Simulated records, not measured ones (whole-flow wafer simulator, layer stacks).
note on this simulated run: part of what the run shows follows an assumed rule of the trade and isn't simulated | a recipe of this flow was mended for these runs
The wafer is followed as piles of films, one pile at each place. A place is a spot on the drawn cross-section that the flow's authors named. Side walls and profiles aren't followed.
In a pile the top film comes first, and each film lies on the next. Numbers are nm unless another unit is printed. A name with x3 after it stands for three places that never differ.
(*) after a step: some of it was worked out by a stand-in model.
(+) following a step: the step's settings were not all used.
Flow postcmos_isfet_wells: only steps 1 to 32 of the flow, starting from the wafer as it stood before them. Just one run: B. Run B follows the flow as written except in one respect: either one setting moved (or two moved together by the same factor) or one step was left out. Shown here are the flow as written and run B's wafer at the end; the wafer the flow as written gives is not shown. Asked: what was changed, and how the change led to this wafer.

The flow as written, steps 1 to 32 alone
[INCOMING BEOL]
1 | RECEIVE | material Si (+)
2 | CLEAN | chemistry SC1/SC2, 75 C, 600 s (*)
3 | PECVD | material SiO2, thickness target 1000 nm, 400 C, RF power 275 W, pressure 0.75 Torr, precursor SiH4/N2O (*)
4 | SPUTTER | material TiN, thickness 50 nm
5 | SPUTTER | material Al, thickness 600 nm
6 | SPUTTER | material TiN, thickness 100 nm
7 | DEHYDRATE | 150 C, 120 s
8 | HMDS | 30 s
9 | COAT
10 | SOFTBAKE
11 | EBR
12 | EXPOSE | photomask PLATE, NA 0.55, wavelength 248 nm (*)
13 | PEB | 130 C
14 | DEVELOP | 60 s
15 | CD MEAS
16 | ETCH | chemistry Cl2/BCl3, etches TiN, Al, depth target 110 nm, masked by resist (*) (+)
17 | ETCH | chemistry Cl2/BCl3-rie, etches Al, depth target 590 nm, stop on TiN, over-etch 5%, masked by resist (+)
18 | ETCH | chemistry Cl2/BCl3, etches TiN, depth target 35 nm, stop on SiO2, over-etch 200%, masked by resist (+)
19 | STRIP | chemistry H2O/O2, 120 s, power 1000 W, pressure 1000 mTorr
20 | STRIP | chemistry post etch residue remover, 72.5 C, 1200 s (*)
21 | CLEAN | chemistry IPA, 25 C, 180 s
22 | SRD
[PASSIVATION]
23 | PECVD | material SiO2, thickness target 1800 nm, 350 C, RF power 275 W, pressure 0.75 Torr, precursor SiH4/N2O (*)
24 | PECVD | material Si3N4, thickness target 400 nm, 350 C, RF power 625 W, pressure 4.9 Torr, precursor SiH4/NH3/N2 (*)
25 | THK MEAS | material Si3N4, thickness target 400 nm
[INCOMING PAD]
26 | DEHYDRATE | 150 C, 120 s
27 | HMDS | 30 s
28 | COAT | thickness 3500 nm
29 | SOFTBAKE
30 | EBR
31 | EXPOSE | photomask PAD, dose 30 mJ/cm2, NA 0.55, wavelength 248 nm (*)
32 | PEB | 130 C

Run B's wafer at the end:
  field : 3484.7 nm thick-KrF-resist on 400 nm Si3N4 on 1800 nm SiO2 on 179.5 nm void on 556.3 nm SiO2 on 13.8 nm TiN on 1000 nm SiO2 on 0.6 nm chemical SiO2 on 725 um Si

Cause: step 16, ETCH: depth target 63 nm was run, whereas the flow has depth target 110 nm.

How this came from the change, step by step:
  16 | ETCH | chemistry Cl2/BCl3, etches TiN, Al, depth target 110 nm, masked by resist (*) (+)
      field: TiN loses 63 (it would be, as written: TiN loses 100 (all of it), Al loses 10)
      margin x8: thick-KrF-resist loses 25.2 (it would be, as written: thick-KrF-resist loses 44)
  17 | ETCH | chemistry Cl2/BCl3-rie, etches Al, depth target 590 nm, stop on TiN, over-etch 5%, masked by resist (+)
      field: TiN loses 37 (all of it), Al loses 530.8 (it would be, as written: Al loses 590 (all of it), TiN loses 18.4)
  18 | ETCH | chemistry Cl2/BCl3, etches TiN, depth target 35 nm, stop on SiO2, over-etch 200%, masked by resist (+)
      field: Al loses 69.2 (all of it), TiN loses 35.8 (it would be, as written: TiN loses 31.6 (all of it), SiO2 loses 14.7)
      margin x8: thick-KrF-resist loses 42 (it would be, as written: thick-KrF-resist loses 37.9)
  19 | STRIP | chemistry H2O/O2, 120 s, power 1000 W, pressure 1000 mTorr
      margin x8: thick-KrF-resist loses 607 (all of it) (it would be, as written: thick-KrF-resist loses 592.4 (all of it))
  23 | PECVD | material SiO2, thickness target 1800 nm, 350 C, RF power 275 W, pressure 0.75 Torr, precursor SiH4/N2O (*)
      field: SiO2 gains 1800 (new film), void gains 179.5 (new film), SiO2 gains 556.3 (new film) (it would be, as written: SiO2 gains 1800 (new film), void gains 201.1 (new film), SiO2 gains 563.2)
With metal films that touch counted as one body, field has 1 body; the flow as written gives 0 bodies.
